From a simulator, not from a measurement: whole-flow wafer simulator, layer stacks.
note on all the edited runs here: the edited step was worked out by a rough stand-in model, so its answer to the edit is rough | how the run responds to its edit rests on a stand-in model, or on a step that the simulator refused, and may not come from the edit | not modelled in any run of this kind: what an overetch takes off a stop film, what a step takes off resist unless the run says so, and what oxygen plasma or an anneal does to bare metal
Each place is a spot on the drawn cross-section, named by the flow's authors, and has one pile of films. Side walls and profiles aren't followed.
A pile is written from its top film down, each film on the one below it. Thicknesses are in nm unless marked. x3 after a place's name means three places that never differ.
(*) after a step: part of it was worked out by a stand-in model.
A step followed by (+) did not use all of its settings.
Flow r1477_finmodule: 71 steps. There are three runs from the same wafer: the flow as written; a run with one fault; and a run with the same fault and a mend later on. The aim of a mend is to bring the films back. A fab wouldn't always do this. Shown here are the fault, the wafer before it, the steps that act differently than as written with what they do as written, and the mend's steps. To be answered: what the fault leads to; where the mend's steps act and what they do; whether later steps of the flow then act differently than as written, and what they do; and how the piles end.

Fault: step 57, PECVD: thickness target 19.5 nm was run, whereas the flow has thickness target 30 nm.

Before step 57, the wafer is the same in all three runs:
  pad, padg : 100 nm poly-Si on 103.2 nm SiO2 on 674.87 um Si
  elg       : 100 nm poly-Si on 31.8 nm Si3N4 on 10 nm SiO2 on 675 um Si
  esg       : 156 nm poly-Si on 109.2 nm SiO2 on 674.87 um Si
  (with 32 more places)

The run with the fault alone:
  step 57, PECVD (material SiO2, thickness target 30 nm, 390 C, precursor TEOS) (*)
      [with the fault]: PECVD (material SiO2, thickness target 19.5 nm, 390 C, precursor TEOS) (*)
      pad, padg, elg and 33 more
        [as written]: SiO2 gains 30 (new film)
        [with the fault]: SiO2 gains 19.5 (new film)
  Steps later in the flow that act otherwise than as written (3 other steps are not shown; they differ only slightly, by no more than 2% or 0.5 nm, whichever is larger):
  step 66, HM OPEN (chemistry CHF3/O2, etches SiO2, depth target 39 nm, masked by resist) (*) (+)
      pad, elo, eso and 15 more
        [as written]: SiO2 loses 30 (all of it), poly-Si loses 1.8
        [with the fault]: SiO2 loses 19.5 (all of it), poly-Si loses 1.95
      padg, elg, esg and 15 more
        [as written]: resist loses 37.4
        [with the fault]: resist loses 28
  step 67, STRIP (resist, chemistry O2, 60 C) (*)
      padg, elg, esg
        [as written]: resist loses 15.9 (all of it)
        [with the fault]: resist loses 25.2 (all of it)
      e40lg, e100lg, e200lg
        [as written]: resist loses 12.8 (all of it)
        [with the fault]: resist loses 22.1 (all of it)
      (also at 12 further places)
  By the end, the piles at padg, elg, esg and 15 more depart from the flow's by more than 2% or 0.5 nm, whichever is larger.
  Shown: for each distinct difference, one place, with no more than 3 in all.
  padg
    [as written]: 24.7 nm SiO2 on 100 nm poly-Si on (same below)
    [with the fault]: 14.2 nm SiO2 on 100 nm poly-Si on (same below)
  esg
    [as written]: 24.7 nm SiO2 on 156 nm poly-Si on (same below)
    [with the fault]: 14.2 nm SiO2 on 156 nm poly-Si on (same below)
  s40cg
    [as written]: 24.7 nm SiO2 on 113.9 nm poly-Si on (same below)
    [with the fault]: 14.2 nm SiO2 on 113.9 nm poly-Si on (same below)

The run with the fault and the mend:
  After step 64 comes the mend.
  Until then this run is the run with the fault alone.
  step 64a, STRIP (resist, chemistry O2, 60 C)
      padg, elg, esg
        resist loses 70 (all of it)
      e40lg, e100lg, e200lg
        resist loses 66.9 (all of it)
      s40sg, s45sg
        resist loses 91 (all of it)
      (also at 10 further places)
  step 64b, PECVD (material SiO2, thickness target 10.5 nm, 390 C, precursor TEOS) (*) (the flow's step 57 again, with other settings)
      pad, padg, elg and 33 more
        SiO2 gains 10.5
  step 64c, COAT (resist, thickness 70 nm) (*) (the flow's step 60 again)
      e40lg, e100lg, e200lg, elo, e40lo, e100lo, e200lo
        resist gains 66.9 (new film)
      pad, padg, elg, esg
        resist gains 70 (new film)
      s40sg, s45sg, s40so, s45so
        resist gains 91 (new film)
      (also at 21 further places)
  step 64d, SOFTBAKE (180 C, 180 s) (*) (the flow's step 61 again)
      alters no film at any place that is followed
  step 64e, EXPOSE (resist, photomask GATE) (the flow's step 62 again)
      alters no film at any place that is followed
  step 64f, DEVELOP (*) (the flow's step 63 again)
      elo, e40lo, e100lo, e200lo
        resist loses 66.9 (all of it)
      eso, e40so
        resist loses 129.5 (all of it)
      s40so, s45so
        resist loses 91 (all of it)
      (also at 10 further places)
  Later steps of the flow that are run all act as written at every place that is followed.
  The piles end the same as the flow's at every place that both follow.
